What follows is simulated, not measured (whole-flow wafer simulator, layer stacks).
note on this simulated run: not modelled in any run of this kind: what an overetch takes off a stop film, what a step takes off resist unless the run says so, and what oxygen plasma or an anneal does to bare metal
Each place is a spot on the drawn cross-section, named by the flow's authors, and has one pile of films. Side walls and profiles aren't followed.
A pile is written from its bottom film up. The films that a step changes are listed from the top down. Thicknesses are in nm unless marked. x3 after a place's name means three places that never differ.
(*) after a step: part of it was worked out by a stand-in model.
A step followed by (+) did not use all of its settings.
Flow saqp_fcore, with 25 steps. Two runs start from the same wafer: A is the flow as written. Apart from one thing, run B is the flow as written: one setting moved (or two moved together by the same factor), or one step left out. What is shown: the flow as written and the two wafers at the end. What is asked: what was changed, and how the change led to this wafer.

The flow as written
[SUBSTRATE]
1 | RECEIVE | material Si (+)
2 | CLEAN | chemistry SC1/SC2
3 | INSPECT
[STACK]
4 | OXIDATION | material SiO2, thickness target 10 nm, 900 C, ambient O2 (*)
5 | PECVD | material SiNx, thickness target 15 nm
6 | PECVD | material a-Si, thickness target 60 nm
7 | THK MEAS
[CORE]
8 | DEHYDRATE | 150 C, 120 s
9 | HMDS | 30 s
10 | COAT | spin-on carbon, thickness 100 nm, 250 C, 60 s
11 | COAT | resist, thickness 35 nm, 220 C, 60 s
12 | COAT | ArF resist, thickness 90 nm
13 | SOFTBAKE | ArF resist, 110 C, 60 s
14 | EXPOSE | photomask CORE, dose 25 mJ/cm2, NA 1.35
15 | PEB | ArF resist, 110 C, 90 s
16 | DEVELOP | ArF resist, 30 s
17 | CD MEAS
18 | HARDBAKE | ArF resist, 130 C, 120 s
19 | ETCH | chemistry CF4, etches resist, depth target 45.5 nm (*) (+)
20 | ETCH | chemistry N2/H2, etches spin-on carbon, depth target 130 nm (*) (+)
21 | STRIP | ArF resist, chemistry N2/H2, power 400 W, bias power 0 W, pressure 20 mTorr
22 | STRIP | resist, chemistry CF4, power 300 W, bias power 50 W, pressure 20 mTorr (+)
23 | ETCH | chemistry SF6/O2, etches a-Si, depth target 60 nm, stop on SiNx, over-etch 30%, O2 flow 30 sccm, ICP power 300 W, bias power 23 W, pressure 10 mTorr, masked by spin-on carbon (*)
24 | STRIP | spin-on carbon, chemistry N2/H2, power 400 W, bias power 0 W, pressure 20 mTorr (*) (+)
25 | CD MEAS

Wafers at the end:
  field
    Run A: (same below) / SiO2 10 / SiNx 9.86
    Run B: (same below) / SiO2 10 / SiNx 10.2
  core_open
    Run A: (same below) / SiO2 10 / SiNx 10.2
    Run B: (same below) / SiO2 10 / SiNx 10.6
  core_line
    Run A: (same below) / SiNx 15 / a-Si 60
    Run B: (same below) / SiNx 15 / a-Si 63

The reason: step 6, PECVD: thickness target 63 nm was run, whereas the flow has thickness target 60 nm.
One can read it off the wafer: core_line has a-Si 63, and step 6 as written asks for 60 nm.

How this came from the change, step by step:
  6 | PECVD | material a-Si, thickness target 60 nm
      field, core_open, core_line: A +60 a-Si (new film) | B +63 a-Si (new film)
  23 | ETCH | chemistry SF6/O2, etches a-Si, depth target 60 nm, stop on SiNx, over-etch 30%, O2 flow 30 sccm, ICP power 300 W, bias power 23 W, pressure 10 mTorr, masked by spin-on carbon (*)
      field: A -36.9 a-Si (all of it), -5.14 SiNx | B -39.9 a-Si (all of it), -4.77 SiNx
      core_open: A -39.4 a-Si (all of it), -4.82 SiNx | B -42.4 a-Si (all of it), -4.45 SiNx
      (also at 1 further place)
